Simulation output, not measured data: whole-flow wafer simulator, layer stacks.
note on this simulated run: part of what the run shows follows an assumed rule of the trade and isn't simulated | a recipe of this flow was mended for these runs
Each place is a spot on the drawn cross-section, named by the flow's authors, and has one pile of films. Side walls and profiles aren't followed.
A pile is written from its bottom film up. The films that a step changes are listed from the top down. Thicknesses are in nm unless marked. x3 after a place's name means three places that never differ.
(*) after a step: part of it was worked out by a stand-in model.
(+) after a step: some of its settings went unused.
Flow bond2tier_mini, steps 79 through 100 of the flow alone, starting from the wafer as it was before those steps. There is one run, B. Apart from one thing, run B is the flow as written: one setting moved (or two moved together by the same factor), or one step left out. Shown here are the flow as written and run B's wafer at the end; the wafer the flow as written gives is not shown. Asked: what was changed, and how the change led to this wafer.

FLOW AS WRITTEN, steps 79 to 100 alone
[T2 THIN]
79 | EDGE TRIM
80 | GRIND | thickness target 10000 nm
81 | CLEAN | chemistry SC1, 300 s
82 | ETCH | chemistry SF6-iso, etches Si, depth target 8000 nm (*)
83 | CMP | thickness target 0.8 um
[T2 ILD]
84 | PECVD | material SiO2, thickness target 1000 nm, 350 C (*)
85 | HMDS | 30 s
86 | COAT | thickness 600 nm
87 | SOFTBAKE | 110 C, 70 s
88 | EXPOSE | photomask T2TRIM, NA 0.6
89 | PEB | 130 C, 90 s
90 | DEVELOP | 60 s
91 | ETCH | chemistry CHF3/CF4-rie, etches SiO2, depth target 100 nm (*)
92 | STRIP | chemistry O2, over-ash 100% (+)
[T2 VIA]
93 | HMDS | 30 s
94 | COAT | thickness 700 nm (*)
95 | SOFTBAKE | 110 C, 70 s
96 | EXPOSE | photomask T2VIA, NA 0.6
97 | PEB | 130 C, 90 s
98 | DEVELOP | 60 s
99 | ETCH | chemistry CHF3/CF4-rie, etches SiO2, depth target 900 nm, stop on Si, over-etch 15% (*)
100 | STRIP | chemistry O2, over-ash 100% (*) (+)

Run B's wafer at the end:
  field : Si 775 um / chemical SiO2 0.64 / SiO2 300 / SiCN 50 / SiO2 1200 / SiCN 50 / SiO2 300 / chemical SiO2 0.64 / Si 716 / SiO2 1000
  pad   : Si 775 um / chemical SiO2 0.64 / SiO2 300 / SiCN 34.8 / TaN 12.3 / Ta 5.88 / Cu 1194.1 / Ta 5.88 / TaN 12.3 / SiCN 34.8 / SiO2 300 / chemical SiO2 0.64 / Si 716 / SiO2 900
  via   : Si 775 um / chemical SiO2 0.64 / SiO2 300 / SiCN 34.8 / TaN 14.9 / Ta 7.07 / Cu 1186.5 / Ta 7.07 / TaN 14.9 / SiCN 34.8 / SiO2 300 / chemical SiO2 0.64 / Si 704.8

The reason: step 83, CMP: thickness target 0.716 um was run, while the flow as written has thickness target 0.8 um.

The path from the change to this, step by step:
  83 | CMP | thickness target 0.8 um
      field, pad, via: Si loses 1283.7 (as written it would have been: Si loses 1199.7)
